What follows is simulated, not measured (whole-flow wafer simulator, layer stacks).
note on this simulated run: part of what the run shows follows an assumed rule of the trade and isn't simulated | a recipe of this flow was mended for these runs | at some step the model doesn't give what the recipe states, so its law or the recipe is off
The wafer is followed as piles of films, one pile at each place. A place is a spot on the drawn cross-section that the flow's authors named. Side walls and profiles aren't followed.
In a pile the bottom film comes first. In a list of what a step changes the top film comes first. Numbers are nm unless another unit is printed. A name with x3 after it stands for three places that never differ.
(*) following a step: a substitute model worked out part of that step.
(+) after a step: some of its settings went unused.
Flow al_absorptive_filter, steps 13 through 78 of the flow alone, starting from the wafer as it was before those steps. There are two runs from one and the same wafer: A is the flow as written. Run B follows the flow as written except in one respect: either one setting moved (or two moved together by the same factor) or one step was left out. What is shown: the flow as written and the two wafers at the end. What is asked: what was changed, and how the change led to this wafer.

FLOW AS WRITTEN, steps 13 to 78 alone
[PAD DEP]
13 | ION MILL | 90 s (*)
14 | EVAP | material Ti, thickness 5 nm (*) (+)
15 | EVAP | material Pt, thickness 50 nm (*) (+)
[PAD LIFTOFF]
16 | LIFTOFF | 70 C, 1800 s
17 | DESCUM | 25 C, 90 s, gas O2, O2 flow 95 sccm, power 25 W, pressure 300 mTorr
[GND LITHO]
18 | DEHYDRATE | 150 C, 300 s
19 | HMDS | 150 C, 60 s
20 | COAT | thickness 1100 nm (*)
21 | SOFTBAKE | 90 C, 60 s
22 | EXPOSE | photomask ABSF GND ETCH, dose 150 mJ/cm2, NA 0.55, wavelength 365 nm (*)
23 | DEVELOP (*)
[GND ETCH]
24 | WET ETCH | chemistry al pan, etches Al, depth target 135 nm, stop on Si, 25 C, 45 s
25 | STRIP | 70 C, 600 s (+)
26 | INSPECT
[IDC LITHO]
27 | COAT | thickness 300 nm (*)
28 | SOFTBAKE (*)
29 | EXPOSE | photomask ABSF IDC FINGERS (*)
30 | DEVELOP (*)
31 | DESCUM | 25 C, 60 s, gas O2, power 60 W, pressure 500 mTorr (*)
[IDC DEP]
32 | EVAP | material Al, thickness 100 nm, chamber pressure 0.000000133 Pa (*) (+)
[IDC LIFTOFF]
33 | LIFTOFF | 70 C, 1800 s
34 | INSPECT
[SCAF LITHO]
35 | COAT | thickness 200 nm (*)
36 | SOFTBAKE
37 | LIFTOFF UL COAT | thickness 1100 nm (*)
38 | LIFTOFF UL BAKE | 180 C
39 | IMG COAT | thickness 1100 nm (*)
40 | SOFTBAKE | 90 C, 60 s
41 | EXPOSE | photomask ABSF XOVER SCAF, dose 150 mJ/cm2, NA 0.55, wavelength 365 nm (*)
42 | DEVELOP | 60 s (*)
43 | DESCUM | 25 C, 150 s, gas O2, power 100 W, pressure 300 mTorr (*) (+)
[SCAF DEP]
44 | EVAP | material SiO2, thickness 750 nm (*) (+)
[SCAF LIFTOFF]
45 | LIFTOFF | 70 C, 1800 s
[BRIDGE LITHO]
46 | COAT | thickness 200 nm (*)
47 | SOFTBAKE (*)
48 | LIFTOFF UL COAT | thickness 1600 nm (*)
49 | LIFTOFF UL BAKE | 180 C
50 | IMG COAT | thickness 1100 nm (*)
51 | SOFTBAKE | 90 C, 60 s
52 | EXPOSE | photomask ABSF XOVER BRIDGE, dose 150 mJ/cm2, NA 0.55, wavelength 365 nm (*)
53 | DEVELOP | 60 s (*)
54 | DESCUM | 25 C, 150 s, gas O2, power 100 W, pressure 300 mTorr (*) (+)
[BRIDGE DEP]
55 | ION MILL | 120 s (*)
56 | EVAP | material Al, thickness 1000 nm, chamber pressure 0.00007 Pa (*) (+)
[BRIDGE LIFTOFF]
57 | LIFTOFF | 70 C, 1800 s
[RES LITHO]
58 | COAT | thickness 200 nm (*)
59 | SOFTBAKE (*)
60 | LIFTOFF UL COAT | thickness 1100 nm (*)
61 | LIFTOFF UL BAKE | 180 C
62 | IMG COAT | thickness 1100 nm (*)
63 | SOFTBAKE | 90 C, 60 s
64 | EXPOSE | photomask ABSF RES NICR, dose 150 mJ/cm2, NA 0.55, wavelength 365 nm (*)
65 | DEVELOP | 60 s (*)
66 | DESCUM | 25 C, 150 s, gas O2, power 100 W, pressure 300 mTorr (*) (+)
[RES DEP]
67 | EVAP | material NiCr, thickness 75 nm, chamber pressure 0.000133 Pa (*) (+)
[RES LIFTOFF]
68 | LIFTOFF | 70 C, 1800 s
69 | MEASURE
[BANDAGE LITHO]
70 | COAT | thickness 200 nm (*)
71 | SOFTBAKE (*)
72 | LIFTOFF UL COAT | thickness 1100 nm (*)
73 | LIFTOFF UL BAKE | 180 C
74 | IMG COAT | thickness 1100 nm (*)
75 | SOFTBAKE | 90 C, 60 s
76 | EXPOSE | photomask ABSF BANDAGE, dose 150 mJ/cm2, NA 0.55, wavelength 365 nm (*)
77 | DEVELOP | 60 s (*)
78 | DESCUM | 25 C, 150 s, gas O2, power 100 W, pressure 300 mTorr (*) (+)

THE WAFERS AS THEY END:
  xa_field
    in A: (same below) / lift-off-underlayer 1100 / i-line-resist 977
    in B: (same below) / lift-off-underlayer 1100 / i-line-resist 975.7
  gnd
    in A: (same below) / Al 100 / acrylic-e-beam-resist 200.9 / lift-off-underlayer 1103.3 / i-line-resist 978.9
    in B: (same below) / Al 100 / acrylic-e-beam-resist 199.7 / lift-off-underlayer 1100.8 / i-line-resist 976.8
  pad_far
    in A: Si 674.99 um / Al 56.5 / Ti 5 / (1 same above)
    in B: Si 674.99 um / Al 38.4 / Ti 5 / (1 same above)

The reason: step 13, ION MILL: 144 s was run, while the flow as written has 90 s.

Step by step, how the change led to this:
  13 | ION MILL | 90 s (*)
      gnd, ledge, res and 9 more: A i-line-resist loses 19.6 | B i-line-resist loses 31.4
      pad_far, pad_near: A Al loses 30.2 | B Al loses 48.3
  27 | COAT | thickness 300 nm (*)
      pad_near: A e-beam-resist gains 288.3 (new film) | B e-beam-resist gains 294.2 (new film)
      ledge: A e-beam-resist gains 274.4 (new film) | B e-beam-resist gains 268.3 (new film)
  33 | LIFTOFF | 70 C, 1800 s
      pad_near: A Al loses 100 (all of it), e-beam-resist loses 279.3 (all of it) | B Al loses 100 (all of it), e-beam-resist loses 285.2 (all of it)
      ledge: A Al loses 100 (all of it), e-beam-resist loses 265.3 (all of it) | B Al loses 100 (all of it), e-beam-resist loses 259.3 (all of it)
  35 | COAT | thickness 200 nm (*)
      ledge: A acrylic-e-beam-resist gains 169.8 (new film) | B acrylic-e-beam-resist gains 163.6 (new film)
  45 | LIFTOFF | 70 C, 1800 s
      ledge: A SiO2 loses 750 (all of it), i-line-resist loses 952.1 (all of it), lift-off-underlayer loses 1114 (all of it), acrylic-e-beam-resist loses 169.8 (all of it) | B SiO2 loses 750 (all of it), i-line-resist loses 953.4 (all of it), lift-off-underlayer loses 1113.7 (all of it), acrylic-e-beam-resist loses 163.6 (all of it)
  46 | COAT | thickness 200 nm (*)
      ledge: A acrylic-e-beam-resist gains 169.8 (new film) | B acrylic-e-beam-resist gains 163.6 (new film)
  57 | LIFTOFF | 70 C, 1800 s
      ledge: A Al loses 1000 (all of it), i-line-resist loses 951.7 (all of it), lift-off-underlayer loses 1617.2 (all of it), acrylic-e-beam-resist loses 169.8 (all of it) | B Al loses 1000 (all of it), i-line-resist loses 952.8 (all of it), lift-off-underlayer loses 1617.1 (all of it), acrylic-e-beam-resist loses 163.6 (all of it)
  58 | COAT | thickness 200 nm (*)
      ledge: A acrylic-e-beam-resist gains 169.8 (new film) | B acrylic-e-beam-resist gains 163.6 (new film)
  66 | DESCUM | 25 C, 150 s, gas O2, power 100 W, pressure 300 mTorr (*) (+)
      ledge: A acrylic-e-beam-resist loses 169.8 (all of it) | B acrylic-e-beam-resist loses 163.6 (all of it)
  70 | COAT | thickness 200 nm (*)
      pad_near: A acrylic-e-beam-resist gains 180.9 (new film) | B acrylic-e-beam-resist gains 184.7 (new film)
      ledge: A acrylic-e-beam-resist gains 167 (new film) | B acrylic-e-beam-resist gains 161.8 (new film)
  78 | DESCUM | 25 C, 150 s, gas O2, power 100 W, pressure 300 mTorr (*) (+)
      pad_near: A acrylic-e-beam-resist loses 180.9 (all of it) | B acrylic-e-beam-resist loses 184.7 (all of it)
